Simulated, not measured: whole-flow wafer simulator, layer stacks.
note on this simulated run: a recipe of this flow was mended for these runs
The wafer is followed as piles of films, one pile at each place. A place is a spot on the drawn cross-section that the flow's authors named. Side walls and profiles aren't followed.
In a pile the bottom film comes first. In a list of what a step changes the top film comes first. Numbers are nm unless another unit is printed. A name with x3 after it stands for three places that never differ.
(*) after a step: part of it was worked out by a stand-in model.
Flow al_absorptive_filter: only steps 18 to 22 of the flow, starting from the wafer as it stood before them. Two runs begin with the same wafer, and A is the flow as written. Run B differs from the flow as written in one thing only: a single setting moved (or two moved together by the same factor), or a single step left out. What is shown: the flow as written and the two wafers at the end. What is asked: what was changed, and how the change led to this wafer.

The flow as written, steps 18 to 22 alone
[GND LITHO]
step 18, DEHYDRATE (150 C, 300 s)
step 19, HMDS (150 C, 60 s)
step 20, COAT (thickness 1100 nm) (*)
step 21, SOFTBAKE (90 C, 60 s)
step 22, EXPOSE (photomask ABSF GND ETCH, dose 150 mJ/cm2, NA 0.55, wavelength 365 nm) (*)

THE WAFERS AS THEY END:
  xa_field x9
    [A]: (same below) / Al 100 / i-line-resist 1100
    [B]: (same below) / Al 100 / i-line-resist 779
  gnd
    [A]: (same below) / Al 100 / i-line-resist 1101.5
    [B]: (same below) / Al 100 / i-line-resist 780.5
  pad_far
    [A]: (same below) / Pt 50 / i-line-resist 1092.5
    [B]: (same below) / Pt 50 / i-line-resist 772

The reason: step 20, COAT: thickness 779 nm was run, while the flow as written has thickness 1100 nm.
One can read it off the wafer: xa_field x9 has i-line-resist 779, and step 20 as written asks for 1100 nm.

The path from the change to this, step by step:
  step 20, COAT (thickness 1100 nm) (*)
      xa_field x9: A i-line-resist gains 1100 (new film) | B i-line-resist gains 779 (new film)
      gnd: A i-line-resist gains 1101.5 (new film) | B i-line-resist gains 780.4 (new film)
      (and at 4 other places as well)
